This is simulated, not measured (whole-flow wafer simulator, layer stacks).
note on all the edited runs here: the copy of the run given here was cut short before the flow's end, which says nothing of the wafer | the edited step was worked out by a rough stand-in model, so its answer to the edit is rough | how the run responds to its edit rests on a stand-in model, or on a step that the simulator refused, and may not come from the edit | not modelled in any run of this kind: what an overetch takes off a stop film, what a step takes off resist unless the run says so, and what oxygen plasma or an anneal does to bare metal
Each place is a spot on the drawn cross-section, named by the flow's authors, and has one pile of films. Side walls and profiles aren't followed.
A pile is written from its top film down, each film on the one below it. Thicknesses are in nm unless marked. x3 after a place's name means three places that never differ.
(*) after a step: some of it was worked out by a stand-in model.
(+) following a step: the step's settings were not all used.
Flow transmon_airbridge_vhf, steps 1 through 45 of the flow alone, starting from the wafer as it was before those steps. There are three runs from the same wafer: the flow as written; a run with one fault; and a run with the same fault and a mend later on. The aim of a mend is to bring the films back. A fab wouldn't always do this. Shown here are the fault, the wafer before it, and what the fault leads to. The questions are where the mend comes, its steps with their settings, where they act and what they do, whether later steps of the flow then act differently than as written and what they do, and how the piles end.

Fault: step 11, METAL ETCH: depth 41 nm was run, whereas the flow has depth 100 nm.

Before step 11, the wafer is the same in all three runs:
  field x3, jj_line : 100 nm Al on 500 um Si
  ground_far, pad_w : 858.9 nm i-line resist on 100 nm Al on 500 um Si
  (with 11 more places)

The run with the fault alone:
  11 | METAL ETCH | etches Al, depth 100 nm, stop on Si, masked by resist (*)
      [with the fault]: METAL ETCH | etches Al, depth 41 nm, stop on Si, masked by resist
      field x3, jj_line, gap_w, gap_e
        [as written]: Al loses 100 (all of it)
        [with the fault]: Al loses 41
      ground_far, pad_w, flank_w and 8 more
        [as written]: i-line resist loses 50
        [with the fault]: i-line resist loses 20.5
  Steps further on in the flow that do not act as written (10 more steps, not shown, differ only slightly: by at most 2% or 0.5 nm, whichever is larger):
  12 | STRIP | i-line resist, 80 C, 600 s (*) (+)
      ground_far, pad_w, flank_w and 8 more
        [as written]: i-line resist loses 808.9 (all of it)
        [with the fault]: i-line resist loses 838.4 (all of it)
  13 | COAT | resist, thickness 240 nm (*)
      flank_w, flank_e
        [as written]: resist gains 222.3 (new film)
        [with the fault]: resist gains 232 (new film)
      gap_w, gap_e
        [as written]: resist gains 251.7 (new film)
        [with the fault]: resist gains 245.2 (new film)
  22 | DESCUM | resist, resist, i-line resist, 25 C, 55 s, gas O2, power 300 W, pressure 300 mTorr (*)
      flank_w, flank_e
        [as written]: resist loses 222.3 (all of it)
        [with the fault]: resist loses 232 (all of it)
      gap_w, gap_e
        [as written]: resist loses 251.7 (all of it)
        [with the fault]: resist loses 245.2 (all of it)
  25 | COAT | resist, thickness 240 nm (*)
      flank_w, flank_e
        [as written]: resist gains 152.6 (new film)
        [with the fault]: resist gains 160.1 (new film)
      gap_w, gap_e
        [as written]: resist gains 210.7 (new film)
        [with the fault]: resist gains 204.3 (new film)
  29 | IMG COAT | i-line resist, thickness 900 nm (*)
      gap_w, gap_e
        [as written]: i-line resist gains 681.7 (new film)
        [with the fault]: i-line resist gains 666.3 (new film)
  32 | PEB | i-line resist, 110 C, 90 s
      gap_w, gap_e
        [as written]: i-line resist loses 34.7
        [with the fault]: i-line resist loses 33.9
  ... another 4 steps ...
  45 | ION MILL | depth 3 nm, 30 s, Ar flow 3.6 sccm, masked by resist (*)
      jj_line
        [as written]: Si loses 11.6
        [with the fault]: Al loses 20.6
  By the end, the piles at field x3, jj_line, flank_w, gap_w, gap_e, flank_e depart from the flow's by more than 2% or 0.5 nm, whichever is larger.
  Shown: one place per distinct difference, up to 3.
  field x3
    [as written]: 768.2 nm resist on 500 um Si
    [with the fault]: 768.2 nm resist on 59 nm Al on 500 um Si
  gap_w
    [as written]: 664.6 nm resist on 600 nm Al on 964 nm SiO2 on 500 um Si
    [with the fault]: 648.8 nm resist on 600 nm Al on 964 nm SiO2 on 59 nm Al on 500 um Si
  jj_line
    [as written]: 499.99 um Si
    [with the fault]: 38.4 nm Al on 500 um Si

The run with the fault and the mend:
  The mend follows step 12.
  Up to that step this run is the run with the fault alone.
  12a | COAT | i-line resist, thickness 900 nm (*) (the flow's step 6 again)
      field x3, jj_line, trace_open_s x2, margin_s, bridge_strip, margin_n
        i-line resist gains 900 (new film)
      pad_w, pad_e
        i-line resist gains 895 (new film)
      flank_w, flank_e
        i-line resist gains 890.4 (new film)
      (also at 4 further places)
  12b | SOFTBAKE | i-line resist, 90 C, 90 s (the flow's step 7 again)
      flank_w, flank_e
        i-line resist loses 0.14
      gap_w, gap_e
        i-line resist gains 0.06
  12c | EXPOSE | i-line resist, thickness 900 nm, photomask AB CPW, dose 155.4 mJ/cm2, NA 0.45, wavelength 365 nm (*) (the flow's step 8 again)
      alters no film at any place that is followed
  12d | PEB | i-line resist, 110 C, 60 s (the flow's step 9 again)
      field x3, jj_line, trace_open_s x2, margin_s, bridge_strip, margin_n
        i-line resist loses 41
      pad_w, pad_e
        i-line resist loses 40.8
      flank_w, flank_e
        i-line resist loses 40.6
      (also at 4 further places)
  12e | DEVELOP | i-line resist, thickness 900 nm, developer developer-B, 60 s (the flow's step 10 again)
      pad_w, flank_w, flank_e, pad_e, trace_open_s x2, margin_s, bridge_strip, margin_n
        i-line resist loses 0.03
      field x3, jj_line
        i-line resist loses 859 (all of it)
      gap_w, gap_e
        i-line resist loses 880.4 (all of it)
  12f | METAL ETCH | etches Al, depth 59 nm, stop on Si, masked by resist (*) (the flow's step 11 again, with other settings)
      ground_far, pad_w, flank_w and 8 more
        i-line resist loses 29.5
      field x3, jj_line, gap_w, gap_e
        Al loses 59 (all of it)
  12g | STRIP | i-line resist, 80 C, 600 s (*) (+) (the flow's step 12 again)
      trace_open_s x2, margin_s, bridge_strip, margin_n
        i-line resist loses 829.4 (all of it)
      pad_w, pad_e
        i-line resist loses 824.6 (all of it)
      flank_w, flank_e
        i-line resist loses 820.1 (all of it)
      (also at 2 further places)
  Every later step of the flow that is run acts as written at every place that is followed.
  At every place that both follow, the piles at the end match the flow's.
